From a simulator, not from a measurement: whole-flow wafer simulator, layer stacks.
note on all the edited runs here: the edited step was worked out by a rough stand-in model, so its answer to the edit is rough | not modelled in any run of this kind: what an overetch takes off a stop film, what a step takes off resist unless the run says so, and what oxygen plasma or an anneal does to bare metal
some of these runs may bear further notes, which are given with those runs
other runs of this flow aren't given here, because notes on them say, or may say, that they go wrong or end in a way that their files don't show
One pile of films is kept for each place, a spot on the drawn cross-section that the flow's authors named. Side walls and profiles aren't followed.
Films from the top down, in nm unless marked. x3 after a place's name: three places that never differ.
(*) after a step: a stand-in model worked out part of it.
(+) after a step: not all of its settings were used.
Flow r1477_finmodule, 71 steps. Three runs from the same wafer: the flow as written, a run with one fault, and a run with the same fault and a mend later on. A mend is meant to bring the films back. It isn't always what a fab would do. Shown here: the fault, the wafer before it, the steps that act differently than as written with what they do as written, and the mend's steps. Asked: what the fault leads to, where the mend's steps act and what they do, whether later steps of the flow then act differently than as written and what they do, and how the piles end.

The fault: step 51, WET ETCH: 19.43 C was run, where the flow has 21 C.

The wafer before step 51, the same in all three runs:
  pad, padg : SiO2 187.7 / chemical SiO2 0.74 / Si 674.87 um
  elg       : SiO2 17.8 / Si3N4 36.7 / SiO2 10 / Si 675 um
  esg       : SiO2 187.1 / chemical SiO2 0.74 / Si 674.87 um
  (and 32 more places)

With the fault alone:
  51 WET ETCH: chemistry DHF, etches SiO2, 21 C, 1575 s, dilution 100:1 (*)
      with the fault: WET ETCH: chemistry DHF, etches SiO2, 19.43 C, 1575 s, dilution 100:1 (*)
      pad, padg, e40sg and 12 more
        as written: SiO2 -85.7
        with the fault: SiO2 -80.3
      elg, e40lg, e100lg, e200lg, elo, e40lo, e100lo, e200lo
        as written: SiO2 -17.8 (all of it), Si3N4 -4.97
        with the fault: SiO2 -17.8 (all of it), Si3N4 -4.38
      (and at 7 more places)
  Later steps of the flow that act differently than as written (1 more step differs only slightly, by at most 2% or 0.5 nm, whichever is larger, and isn't shown):
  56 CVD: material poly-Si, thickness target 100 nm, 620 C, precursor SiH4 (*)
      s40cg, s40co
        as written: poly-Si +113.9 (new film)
        with the fault: poly-Si +109 (new film)
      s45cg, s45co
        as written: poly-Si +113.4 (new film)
        with the fault: poly-Si +108.5 (new film)
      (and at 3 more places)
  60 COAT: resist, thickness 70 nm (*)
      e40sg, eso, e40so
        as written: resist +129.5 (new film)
        with the fault: resist +125 (new film)
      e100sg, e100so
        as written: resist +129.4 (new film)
        with the fault: resist +124.9 (new film)
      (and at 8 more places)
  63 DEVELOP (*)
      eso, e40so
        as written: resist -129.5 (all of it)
        with the fault: resist -125 (all of it)
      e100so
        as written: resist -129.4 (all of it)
        with the fault: resist -124.9 (all of it)
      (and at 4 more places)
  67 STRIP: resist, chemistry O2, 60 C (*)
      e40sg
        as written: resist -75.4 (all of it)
        with the fault: resist -70.9 (all of it)
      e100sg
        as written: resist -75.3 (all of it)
        with the fault: resist -70.8 (all of it)
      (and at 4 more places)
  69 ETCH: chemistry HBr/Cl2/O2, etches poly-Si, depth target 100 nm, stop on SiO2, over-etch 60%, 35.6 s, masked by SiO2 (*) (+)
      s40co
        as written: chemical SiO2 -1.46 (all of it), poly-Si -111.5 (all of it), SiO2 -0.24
        with the fault: chemical SiO2 -1.43 (all of it), poly-Si -106.6 (all of it), SiO2 -0.27
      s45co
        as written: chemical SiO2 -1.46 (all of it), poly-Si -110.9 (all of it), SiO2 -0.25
        with the fault: chemical SiO2 -1.43 (all of it), poly-Si -106 (all of it), SiO2 -0.27
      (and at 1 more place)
  At the end the piles differ from the flow's by more than 2% or 0.5 nm, whichever is larger, at pad, padg, esg and 19 more.
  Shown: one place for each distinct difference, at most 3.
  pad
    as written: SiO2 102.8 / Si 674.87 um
    with the fault: SiO2 108.1 / Si 674.87 um
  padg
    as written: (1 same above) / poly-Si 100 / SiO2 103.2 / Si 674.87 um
    with the fault: (1 same above) / poly-Si 100 / SiO2 108.6 / Si 674.87 um
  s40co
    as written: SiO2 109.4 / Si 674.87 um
    with the fault: SiO2 114.3 / Si 674.87 um

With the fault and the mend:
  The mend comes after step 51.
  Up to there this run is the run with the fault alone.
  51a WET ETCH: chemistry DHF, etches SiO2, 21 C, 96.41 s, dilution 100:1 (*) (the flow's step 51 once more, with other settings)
      pad, padg, e40sg and 12 more
        SiO2 -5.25
      elg, e40lg, e100lg, e200lg, elo, e40lo, e100lo, e200lo
        Si3N4 -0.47
      esg, s40cg, s45cg, s50cg, s40co, s45co, s50co
        SiO2 -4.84
  No later step of the flow acts differently than as written, at any place that is followed, by more than 2% or 0.5 nm, whichever is larger.
  At the end the piles differ from the flow's only slightly at the places that both follow, by at most 2% or 0.5 nm, whichever is larger.
